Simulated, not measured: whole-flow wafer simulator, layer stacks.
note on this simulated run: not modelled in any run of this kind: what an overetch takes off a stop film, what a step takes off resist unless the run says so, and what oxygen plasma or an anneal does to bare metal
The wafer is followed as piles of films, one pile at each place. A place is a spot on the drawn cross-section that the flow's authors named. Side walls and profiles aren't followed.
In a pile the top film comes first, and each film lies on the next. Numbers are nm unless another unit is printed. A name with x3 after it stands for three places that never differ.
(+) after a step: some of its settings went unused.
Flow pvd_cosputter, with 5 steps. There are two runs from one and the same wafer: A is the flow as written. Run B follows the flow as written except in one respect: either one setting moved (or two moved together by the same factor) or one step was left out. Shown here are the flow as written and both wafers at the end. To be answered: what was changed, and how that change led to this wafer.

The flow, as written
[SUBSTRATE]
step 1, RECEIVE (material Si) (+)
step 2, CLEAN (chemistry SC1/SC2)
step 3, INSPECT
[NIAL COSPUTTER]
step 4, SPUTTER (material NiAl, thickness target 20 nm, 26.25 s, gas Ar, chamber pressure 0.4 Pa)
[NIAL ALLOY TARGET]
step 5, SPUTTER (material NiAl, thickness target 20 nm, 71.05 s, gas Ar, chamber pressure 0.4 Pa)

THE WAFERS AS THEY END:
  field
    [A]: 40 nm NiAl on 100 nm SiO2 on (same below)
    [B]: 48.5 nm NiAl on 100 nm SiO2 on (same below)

Cause: step 5, SPUTTER: thickness target 28.5 nm was run, though the flow has thickness target 20 nm; step 5, SPUTTER: 101.2 s was run, where the flow has 71.05 s.

How this came from the change, step by step:
  step 5, SPUTTER (material NiAl, thickness target 20 nm, 71.05 s, gas Ar, chamber pressure 0.4 Pa)
      field: A NiAl gains 20 | B NiAl gains 28.5
